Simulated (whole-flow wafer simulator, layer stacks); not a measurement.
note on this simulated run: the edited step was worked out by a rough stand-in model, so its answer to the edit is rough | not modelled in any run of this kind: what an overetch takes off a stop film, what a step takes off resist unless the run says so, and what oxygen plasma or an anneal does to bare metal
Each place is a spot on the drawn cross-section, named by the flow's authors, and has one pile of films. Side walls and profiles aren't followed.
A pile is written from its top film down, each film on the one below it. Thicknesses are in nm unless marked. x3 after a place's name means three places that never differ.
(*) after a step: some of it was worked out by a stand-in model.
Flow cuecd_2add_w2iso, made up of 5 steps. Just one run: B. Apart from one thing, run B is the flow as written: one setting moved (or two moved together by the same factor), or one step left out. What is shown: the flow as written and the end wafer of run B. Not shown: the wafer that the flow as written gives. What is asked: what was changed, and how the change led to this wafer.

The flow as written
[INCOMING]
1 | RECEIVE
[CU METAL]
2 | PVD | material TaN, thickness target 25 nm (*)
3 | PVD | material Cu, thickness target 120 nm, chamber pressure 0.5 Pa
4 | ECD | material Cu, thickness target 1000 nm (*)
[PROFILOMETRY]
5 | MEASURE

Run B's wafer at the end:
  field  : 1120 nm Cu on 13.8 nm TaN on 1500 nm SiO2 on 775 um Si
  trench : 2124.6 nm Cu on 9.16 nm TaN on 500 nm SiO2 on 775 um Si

What caused this: step 2, PVD: thickness target 13.8 nm was run, while the flow as written has thickness target 25 nm.
The wafer lets one read it off: field has TaN 13.8, and step 2 as written asks for 25 nm.

How this came from the change, step by step:
  2 | PVD | material TaN, thickness target 25 nm (*)
      field: +13.8 TaN (new film) (as written it would have been: +25 TaN (new film))
      trench: +9.16 TaN (new film) (as written it would have been: +16.6 TaN (new film))
